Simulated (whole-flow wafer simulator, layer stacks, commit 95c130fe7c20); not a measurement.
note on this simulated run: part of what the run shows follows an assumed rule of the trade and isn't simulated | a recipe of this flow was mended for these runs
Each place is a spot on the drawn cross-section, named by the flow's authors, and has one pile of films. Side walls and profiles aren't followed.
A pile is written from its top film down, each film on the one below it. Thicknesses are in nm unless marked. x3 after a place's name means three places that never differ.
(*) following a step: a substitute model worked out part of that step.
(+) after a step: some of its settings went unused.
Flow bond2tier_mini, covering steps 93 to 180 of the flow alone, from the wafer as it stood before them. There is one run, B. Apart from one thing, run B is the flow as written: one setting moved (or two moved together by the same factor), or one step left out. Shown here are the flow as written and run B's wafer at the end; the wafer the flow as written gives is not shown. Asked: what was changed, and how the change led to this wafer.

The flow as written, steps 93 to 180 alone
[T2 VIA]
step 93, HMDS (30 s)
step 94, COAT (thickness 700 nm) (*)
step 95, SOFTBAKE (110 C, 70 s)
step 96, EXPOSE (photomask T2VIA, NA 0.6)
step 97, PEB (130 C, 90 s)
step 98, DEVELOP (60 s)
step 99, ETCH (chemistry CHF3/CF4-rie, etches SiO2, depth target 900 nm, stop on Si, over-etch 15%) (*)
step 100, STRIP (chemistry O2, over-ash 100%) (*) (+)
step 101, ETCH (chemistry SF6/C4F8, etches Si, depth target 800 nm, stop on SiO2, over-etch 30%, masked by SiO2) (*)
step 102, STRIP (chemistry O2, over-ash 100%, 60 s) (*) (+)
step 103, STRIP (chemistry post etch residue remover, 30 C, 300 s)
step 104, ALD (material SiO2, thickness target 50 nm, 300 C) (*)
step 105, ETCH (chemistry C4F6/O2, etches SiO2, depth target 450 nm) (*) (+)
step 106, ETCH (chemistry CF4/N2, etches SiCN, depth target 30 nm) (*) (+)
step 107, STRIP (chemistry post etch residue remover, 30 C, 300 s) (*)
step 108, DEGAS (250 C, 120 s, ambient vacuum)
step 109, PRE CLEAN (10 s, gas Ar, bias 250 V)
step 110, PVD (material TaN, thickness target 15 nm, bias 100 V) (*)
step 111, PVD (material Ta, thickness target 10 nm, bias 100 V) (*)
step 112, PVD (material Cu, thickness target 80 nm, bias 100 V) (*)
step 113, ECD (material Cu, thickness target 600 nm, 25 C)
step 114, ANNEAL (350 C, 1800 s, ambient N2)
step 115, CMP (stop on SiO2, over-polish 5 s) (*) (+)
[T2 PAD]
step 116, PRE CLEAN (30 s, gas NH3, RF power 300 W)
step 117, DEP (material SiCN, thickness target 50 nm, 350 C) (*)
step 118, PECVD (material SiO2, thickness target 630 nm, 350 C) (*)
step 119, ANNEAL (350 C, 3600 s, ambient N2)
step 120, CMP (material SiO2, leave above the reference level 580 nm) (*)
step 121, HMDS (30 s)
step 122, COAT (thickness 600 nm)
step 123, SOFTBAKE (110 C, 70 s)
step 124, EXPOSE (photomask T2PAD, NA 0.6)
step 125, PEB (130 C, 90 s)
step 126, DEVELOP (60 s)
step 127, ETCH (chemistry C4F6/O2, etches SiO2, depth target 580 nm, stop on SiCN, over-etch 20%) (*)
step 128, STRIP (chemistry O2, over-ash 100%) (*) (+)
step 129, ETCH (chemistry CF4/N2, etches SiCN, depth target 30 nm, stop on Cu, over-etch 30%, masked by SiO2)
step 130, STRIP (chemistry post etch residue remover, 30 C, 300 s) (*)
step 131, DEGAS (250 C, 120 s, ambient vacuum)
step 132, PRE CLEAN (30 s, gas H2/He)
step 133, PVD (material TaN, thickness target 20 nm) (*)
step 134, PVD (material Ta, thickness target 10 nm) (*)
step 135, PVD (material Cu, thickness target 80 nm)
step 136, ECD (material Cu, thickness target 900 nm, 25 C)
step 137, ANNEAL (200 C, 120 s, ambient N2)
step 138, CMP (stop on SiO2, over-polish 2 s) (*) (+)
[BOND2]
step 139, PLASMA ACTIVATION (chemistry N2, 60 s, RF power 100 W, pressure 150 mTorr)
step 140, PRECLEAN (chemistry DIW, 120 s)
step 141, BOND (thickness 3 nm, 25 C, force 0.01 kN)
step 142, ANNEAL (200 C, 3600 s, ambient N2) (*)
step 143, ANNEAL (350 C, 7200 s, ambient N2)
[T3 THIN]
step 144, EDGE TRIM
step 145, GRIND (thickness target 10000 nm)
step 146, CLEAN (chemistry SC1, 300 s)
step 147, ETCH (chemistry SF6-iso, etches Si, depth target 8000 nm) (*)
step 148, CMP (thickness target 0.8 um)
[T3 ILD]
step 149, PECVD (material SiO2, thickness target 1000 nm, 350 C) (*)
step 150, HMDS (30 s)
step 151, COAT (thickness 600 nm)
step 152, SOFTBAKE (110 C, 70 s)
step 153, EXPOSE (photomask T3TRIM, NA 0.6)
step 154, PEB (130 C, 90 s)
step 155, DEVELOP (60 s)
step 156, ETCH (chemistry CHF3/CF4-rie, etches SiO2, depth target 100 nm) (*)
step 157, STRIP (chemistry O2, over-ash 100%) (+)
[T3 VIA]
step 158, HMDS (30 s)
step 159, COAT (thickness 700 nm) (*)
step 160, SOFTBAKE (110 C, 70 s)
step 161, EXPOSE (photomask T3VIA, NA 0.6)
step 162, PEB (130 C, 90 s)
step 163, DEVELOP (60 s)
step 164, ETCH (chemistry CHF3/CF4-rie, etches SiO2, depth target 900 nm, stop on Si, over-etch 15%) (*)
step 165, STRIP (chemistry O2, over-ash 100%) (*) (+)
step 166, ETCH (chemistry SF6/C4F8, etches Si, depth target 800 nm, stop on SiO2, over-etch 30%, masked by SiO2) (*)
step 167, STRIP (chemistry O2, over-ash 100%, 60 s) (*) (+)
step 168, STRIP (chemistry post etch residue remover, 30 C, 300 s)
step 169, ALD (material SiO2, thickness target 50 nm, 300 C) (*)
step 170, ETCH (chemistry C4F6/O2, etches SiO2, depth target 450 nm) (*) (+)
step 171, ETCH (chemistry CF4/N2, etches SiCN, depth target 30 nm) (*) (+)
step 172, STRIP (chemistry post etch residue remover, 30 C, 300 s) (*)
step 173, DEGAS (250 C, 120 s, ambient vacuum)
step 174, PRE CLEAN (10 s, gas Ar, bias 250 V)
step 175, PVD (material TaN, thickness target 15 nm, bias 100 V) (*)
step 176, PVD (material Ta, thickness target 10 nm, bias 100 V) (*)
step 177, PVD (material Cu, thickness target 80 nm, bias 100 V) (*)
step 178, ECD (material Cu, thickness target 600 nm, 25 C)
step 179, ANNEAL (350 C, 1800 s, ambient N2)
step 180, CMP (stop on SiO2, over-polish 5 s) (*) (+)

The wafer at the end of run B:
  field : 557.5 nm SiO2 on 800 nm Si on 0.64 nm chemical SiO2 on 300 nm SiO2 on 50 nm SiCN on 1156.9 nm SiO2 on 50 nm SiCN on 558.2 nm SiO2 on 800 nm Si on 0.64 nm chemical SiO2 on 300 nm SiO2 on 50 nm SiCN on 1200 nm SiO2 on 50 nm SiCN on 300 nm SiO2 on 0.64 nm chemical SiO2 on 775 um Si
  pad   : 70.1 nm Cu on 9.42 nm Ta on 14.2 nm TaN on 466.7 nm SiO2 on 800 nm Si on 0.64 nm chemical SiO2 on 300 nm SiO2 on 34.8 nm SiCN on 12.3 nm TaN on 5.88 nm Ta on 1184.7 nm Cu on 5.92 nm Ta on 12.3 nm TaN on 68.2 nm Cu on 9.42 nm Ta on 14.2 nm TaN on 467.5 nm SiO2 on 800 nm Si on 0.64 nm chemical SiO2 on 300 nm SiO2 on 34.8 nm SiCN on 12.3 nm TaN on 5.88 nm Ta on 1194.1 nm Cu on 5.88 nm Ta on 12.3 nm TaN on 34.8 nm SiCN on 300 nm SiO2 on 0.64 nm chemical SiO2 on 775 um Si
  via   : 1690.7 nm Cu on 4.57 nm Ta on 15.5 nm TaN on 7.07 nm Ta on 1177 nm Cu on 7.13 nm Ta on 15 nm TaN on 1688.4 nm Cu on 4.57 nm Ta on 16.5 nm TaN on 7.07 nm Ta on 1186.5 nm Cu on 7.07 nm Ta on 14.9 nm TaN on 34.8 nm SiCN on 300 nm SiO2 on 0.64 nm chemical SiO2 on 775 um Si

What caused this: step 109, PRE CLEAN: bias 175 V was run, while the flow as written has bias 250 V.

Step by step, how the change led to this:
  step 109, PRE CLEAN (10 s, gas Ar, bias 250 V)
      field, pad: -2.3 SiO2 (in the flow as written it would be: -3 SiO2)
      via: -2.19 TaN (in the flow as written it would be: -3.19 TaN)
